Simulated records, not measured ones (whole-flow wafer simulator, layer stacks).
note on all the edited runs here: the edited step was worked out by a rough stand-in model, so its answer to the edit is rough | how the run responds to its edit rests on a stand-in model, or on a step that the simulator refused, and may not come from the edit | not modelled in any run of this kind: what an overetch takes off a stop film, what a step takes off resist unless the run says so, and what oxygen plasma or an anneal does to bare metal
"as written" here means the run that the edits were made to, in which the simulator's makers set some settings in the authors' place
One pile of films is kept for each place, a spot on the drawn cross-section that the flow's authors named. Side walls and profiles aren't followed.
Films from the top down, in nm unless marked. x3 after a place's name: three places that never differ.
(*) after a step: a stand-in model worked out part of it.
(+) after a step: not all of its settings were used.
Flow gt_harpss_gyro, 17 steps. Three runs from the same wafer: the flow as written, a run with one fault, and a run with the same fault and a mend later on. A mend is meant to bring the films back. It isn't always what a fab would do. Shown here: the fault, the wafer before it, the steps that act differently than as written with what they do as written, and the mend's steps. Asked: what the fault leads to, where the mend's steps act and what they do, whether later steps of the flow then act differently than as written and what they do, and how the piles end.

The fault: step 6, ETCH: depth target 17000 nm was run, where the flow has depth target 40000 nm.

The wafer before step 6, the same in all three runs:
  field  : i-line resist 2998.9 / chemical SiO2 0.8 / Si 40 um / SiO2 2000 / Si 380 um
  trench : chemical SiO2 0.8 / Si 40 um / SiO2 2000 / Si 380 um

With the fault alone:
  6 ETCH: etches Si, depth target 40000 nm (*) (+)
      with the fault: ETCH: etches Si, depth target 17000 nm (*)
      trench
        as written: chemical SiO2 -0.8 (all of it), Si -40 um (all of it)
        with the fault: chemical SiO2 -0.8 (all of it), Si -17 um
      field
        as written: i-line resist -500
        with the fault: i-line resist -212.5
  Later steps of the flow that act differently than as written (2 more steps differ only slightly, by at most 2% or 0.5 nm, whichever is larger, and aren't shown):
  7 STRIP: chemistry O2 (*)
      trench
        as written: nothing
        with the fault: chemical SiO2 +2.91 (new film), Si -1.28
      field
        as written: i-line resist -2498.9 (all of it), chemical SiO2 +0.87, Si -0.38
        with the fault: i-line resist -2786.4 (all of it), chemical SiO2 +0.9, Si -0.4
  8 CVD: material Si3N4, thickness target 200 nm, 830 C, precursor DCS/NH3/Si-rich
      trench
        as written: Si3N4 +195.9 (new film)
        with the fault: Si3N4 +200 (new film)
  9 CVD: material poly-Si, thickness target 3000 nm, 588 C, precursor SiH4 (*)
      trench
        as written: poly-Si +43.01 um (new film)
        with the fault: poly-Si +20 um (new film)
  At the end the piles differ from the flow's by more than 2% or 0.5 nm, whichever is larger, at trench.
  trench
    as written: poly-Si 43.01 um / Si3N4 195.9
    with the fault: poly-Si 20 um / Si3N4 200 / chemical SiO2 2.91 / Si 23 um

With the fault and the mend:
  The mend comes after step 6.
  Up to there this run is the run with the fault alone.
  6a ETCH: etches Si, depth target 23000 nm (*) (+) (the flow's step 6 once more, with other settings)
      field
        i-line resist -287.5
      trench
        Si -23 um (all of it)
  No later step of the flow acts differently than as written at any place that is followed.
  At the end the piles are the same as the flow's at every place that both follow.
